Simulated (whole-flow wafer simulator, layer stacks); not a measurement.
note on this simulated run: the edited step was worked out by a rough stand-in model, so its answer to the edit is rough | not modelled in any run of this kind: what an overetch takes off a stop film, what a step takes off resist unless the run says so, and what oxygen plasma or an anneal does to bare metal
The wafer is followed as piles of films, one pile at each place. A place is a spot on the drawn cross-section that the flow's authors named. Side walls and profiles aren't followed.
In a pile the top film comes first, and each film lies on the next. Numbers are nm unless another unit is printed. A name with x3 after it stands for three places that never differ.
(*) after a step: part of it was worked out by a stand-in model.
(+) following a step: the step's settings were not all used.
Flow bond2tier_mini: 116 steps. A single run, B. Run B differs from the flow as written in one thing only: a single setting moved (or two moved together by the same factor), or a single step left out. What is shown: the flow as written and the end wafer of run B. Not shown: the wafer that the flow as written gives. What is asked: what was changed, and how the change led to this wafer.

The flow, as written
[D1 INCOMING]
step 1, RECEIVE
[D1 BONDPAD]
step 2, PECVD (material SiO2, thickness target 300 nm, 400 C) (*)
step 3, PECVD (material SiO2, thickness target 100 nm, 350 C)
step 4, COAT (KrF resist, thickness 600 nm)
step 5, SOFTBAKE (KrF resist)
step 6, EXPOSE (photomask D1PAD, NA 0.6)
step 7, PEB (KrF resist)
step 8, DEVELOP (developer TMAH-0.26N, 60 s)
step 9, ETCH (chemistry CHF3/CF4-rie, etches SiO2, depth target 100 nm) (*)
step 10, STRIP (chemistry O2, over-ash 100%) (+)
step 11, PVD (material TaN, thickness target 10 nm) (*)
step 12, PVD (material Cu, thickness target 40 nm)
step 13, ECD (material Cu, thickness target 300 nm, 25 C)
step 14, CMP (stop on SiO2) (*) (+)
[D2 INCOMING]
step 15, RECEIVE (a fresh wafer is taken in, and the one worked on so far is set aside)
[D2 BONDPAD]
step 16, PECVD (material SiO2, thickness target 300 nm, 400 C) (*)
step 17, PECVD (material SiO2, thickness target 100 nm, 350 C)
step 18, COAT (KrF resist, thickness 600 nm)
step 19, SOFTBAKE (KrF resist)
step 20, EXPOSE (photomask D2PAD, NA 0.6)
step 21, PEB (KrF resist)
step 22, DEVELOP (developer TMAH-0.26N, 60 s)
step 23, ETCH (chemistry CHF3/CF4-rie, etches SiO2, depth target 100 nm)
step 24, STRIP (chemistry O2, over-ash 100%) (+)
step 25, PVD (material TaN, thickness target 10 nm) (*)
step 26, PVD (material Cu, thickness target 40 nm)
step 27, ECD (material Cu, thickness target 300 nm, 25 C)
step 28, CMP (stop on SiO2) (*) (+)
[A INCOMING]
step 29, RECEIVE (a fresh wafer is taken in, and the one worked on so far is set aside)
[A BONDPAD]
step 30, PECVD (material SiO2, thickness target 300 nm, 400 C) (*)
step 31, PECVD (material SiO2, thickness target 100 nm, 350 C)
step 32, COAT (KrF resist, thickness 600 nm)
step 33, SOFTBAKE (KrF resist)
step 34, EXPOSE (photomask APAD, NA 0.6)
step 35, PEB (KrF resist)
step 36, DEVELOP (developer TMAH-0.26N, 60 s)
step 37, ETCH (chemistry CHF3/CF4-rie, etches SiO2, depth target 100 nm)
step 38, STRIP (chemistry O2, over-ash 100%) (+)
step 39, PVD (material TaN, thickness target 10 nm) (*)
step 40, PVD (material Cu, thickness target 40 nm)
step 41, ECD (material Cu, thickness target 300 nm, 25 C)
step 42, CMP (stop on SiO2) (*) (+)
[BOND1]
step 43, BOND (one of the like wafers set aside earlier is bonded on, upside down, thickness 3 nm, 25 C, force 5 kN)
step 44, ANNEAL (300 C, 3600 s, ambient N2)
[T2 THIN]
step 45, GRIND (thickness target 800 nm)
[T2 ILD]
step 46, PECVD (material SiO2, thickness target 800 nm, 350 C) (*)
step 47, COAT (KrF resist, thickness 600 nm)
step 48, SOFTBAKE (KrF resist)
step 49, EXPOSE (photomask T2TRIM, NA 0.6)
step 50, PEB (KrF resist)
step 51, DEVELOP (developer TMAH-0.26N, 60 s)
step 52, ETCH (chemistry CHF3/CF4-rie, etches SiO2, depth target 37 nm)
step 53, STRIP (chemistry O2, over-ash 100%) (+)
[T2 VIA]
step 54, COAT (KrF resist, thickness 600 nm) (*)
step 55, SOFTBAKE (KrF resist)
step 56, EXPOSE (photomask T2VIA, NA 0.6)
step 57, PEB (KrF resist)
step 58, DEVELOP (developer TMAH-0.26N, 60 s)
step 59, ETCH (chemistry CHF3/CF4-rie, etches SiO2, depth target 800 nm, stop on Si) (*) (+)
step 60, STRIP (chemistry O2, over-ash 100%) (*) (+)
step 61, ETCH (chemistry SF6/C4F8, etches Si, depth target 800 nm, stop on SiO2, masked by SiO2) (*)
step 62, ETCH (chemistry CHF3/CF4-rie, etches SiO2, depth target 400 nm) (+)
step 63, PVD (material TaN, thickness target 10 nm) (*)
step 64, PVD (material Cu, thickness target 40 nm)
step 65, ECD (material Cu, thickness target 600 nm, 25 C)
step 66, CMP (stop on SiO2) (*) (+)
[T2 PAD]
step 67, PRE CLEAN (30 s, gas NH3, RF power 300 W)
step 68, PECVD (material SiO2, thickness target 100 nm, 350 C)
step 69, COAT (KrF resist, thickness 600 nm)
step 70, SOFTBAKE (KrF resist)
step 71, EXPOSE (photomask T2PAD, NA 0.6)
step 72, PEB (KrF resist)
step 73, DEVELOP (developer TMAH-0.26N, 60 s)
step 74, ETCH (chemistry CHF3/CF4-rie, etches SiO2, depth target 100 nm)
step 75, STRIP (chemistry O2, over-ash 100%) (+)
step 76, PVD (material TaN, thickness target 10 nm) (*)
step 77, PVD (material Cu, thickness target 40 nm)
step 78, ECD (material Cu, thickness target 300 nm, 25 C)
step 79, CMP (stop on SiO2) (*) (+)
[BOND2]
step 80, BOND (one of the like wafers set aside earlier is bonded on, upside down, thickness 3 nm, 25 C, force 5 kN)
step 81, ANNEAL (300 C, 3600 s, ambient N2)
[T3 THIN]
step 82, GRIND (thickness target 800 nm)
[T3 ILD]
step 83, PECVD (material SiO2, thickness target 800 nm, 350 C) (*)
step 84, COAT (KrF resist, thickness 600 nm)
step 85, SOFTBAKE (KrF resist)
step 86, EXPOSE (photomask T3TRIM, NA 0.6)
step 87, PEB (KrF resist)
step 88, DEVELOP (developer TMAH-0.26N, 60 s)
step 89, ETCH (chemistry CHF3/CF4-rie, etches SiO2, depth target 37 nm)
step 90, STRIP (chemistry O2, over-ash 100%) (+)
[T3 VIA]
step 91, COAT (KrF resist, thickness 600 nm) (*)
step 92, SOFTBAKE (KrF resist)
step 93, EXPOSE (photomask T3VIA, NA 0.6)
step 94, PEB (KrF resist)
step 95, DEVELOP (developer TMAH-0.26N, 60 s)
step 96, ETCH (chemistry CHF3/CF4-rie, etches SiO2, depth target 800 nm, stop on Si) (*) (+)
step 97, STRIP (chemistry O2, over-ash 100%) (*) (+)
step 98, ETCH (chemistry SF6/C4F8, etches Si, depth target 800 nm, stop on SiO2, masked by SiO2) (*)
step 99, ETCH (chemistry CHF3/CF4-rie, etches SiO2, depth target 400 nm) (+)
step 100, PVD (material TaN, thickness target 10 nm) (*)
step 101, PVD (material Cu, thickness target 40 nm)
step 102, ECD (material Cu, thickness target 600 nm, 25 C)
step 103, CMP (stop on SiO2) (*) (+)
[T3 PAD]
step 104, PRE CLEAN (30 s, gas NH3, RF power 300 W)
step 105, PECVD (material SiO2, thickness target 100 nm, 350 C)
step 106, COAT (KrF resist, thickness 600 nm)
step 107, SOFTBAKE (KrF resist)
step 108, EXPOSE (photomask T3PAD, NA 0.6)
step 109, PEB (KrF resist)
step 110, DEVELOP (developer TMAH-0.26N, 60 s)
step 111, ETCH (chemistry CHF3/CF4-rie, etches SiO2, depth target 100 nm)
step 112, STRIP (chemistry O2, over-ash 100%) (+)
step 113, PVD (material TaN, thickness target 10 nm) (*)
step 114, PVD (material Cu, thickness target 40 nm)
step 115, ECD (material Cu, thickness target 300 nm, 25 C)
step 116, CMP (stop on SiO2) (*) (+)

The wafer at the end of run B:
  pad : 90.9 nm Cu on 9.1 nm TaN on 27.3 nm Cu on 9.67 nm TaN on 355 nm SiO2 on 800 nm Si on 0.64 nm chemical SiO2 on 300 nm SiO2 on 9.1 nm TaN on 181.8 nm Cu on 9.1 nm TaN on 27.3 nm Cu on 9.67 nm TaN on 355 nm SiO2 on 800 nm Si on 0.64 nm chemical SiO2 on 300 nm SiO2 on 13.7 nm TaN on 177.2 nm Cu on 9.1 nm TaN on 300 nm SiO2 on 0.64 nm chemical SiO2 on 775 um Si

Cause: step 11, PVD: thickness target 15 nm was run, while the flow as written has thickness target 10 nm.

The path from the change to this, step by step:
  step 11, PVD (material TaN, thickness target 10 nm) (*)
      field: TaN gains 15 (new film) (it would be, as written: TaN gains 10 (new film))
      pad: TaN gains 13.7 (new film) (it would be, as written: TaN gains 9.1 (new film))
      (also at 1 further place)
  step 14, CMP (stop on SiO2) (*) (+)
      field: Cu loses 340 (all of it), TaN loses 15 (all of it) (it would be, as written: Cu loses 340 (all of it), TaN loses 10 (all of it))
  step 43, BOND (one of the like wafers set aside earlier is bonded on, upside down, thickness 3 nm, 25 C, force 5 kN)
      pad: Si gains 775 um (new film), chemical SiO2 gains 0.64 (new film), SiO2 gains 300 (new film), TaN gains 13.7 (new film), Cu gains 86.3 (it would be, as written: Si gains 775 um (new film), chemical SiO2 gains 0.64 (new film), SiO2 gains 300 (new film), TaN gains 9.1 (new film), Cu gains 90.9)
      via: Si gains 775 um (new film), chemical SiO2 gains 0.64 (new film), SiO2 gains 300 (new film), TaN gains 15 (new film), Cu gains 85 (it would be, as written: Si gains 775 um (new film), chemical SiO2 gains 0.64 (new film), SiO2 gains 300 (new film), TaN gains 9.97 (new film), Cu gains 90)
